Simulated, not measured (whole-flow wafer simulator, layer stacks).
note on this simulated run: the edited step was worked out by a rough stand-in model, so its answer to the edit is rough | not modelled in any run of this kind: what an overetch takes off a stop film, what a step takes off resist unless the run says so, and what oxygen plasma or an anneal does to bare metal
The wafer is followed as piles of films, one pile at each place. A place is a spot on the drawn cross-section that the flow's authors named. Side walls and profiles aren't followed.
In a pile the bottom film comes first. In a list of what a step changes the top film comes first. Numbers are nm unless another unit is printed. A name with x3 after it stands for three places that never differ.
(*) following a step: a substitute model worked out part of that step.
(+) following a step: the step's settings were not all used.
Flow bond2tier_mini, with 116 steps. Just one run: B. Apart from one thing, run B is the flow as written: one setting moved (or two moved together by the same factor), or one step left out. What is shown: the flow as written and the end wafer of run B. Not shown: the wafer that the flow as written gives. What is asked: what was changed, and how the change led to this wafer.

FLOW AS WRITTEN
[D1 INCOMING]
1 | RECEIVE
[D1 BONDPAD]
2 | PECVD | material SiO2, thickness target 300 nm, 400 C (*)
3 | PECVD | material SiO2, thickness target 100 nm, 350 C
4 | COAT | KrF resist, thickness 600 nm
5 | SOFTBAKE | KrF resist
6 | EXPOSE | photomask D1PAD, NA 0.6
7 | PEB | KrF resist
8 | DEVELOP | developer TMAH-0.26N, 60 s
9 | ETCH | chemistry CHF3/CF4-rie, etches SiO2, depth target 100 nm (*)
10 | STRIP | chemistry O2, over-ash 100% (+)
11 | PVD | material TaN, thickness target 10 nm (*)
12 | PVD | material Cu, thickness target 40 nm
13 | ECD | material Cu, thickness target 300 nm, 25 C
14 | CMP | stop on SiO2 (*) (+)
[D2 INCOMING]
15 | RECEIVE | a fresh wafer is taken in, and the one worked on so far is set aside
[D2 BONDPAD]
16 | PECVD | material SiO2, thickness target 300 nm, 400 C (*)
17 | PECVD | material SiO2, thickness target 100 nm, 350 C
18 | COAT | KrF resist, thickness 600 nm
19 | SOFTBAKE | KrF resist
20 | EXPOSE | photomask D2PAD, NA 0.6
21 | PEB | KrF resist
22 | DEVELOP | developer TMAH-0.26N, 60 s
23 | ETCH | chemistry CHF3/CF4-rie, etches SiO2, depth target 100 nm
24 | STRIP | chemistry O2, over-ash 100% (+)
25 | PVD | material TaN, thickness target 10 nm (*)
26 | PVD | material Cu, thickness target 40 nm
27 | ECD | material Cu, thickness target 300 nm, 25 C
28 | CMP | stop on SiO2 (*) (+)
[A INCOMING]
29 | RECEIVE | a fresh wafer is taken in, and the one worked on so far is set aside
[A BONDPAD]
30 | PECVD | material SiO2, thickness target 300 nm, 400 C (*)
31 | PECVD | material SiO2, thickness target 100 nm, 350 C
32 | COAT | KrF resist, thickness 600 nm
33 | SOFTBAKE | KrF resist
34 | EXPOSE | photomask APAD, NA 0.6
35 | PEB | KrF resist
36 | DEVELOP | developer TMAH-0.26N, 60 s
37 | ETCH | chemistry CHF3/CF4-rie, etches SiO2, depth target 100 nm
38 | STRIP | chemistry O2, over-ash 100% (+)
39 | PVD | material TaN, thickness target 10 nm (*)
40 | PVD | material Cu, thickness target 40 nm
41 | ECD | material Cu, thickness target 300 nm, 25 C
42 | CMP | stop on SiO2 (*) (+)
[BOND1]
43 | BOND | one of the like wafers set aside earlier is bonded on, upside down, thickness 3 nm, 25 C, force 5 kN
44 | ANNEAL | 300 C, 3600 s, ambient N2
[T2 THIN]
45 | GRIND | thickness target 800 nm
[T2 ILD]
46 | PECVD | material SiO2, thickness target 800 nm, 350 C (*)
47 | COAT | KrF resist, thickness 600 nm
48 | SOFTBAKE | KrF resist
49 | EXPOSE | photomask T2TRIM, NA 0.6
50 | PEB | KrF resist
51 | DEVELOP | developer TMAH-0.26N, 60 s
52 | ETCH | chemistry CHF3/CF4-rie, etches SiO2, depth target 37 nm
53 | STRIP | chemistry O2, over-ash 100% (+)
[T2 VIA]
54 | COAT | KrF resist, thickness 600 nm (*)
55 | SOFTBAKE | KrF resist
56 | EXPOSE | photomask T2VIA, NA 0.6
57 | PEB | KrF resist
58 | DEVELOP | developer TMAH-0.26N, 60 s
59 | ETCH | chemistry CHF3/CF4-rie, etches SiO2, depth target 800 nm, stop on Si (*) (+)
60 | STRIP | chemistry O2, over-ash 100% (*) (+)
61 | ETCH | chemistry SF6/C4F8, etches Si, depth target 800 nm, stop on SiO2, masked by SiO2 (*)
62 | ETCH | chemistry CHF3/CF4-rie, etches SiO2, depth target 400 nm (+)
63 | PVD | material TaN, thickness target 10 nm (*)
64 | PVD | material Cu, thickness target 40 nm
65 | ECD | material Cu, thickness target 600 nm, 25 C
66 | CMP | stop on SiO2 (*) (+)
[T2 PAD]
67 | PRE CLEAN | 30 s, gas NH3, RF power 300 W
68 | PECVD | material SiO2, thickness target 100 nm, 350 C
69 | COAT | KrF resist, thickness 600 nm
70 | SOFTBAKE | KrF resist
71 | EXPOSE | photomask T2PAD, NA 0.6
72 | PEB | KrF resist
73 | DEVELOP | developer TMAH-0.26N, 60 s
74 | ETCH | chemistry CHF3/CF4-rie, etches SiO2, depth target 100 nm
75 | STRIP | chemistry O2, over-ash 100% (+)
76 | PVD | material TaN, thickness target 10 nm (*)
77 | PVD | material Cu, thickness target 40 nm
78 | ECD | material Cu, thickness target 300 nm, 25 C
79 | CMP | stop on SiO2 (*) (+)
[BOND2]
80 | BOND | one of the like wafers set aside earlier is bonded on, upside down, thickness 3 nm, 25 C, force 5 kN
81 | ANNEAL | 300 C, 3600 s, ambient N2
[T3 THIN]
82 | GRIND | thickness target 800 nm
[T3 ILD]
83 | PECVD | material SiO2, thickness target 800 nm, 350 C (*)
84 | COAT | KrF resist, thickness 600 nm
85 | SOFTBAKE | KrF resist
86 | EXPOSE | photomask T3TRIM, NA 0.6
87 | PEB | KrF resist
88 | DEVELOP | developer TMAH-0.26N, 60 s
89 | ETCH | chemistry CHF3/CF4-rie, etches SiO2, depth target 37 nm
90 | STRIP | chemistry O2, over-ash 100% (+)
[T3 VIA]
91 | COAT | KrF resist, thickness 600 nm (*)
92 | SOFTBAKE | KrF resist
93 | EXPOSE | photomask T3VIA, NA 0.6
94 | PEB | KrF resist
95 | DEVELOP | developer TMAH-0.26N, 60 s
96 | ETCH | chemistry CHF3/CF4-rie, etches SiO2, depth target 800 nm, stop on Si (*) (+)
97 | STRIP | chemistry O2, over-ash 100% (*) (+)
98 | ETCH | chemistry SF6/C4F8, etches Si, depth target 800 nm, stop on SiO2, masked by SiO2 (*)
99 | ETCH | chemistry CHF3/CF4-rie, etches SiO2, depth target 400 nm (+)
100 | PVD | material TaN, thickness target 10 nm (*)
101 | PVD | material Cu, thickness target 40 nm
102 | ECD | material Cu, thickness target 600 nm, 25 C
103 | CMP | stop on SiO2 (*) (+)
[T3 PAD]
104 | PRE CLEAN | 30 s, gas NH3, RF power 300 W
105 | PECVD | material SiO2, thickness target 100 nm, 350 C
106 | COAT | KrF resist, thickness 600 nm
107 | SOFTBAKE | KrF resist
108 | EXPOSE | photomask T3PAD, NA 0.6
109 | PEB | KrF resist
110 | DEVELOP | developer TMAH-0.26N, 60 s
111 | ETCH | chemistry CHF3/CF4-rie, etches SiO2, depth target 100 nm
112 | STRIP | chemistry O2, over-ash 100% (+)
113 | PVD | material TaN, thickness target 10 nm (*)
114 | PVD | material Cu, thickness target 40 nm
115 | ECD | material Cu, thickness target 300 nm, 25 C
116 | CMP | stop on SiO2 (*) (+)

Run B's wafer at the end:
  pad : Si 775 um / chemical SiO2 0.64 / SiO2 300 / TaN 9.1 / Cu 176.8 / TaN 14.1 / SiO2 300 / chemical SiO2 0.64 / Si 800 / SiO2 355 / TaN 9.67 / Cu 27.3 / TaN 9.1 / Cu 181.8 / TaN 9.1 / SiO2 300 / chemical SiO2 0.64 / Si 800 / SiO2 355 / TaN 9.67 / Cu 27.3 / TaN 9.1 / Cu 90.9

Cause: step 11, PVD: thickness target 15.5 nm was run, while the flow as written has thickness target 10 nm.

The path from the change to this, step by step:
  11 | PVD | material TaN, thickness target 10 nm (*)
      field: TaN gains 15.5 (new film) (in the flow as written it would be: TaN gains 10 (new film))
      pad: TaN gains 14.1 (new film) (in the flow as written it would be: TaN gains 9.1 (new film))
      (as well as at 1 more place)
  14 | CMP | stop on SiO2 (*) (+)
      field: Cu loses 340 (all of it), TaN loses 15.5 (all of it) (in the flow as written it would be: Cu loses 340 (all of it), TaN loses 10 (all of it))
  43 | BOND | one of the like wafers set aside earlier is bonded on, upside down, thickness 3 nm, 25 C, force 5 kN
      pad: Si gains 775 um (new film), chemical SiO2 gains 0.64 (new film), SiO2 gains 300 (new film), TaN gains 14.1 (new film), Cu gains 85.9 (in the flow as written it would be: Si gains 775 um (new film), chemical SiO2 gains 0.64 (new film), SiO2 gains 300 (new film), TaN gains 9.1 (new film), Cu gains 90.9)
      via: Si gains 775 um (new film), chemical SiO2 gains 0.64 (new film), SiO2 gains 300 (new film), TaN gains 15.5 (new film), Cu gains 84.5 (in the flow as written it would be: Si gains 775 um (new film), chemical SiO2 gains 0.64 (new film), SiO2 gains 300 (new film), TaN gains 9.97 (new film), Cu gains 90)
